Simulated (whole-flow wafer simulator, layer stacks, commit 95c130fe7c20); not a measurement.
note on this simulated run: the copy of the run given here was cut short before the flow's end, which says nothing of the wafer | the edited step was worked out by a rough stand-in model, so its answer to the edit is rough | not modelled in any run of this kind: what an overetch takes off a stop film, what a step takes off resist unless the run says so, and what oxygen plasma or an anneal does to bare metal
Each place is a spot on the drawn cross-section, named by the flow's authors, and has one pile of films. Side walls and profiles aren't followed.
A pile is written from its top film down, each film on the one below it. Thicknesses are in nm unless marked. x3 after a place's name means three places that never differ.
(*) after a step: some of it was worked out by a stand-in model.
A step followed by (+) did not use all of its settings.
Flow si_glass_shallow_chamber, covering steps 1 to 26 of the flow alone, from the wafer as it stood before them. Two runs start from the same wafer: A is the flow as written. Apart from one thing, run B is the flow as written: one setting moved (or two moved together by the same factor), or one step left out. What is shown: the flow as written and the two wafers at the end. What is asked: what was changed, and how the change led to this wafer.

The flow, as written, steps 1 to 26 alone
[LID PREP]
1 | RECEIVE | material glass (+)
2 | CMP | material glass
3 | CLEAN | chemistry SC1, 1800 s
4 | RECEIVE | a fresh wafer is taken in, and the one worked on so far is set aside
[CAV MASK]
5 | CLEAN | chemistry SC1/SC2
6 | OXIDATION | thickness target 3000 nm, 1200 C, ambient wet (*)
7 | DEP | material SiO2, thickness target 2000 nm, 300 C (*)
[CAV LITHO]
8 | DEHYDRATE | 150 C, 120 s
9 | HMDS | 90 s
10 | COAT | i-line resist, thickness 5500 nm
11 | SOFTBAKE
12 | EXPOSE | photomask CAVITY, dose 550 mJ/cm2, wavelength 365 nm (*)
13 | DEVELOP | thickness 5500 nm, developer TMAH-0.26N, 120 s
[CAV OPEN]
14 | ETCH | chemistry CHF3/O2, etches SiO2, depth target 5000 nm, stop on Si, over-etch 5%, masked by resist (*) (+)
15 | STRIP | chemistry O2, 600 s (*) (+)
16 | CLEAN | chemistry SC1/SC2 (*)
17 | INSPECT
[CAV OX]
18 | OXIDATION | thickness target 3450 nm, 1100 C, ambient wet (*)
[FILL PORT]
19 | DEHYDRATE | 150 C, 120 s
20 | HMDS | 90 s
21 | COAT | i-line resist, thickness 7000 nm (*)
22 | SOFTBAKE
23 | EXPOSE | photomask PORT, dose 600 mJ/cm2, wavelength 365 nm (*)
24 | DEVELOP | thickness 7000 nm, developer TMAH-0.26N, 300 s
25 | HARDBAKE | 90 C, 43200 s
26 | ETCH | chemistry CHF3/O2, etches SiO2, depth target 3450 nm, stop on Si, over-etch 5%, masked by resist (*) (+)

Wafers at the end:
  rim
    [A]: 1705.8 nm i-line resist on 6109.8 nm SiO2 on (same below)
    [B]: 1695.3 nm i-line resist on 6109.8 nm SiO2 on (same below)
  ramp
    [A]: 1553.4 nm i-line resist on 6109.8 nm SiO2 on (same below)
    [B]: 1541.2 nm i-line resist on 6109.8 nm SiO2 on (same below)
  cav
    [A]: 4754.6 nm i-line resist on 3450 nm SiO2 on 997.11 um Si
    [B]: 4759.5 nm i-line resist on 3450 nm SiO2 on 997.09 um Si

What caused this: step 14, ETCH: over-etch 7.13% was run, though the flow has over-etch 5%.

The path from the change to this, step by step:
  14 | ETCH | chemistry CHF3/O2, etches SiO2, depth target 5000 nm, stop on Si, over-etch 5%, masked by resist (*) (+)
      cav, port: A SiO2 loses 5000 (all of it), Si loses 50 | B SiO2 loses 5000 (all of it), Si loses 71.3
  15 | STRIP | chemistry O2, 600 s (*) (+)
      rim, ramp, septum, ring: A i-line resist loses 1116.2 (all of it) | B i-line resist loses 1027.4 (all of it)
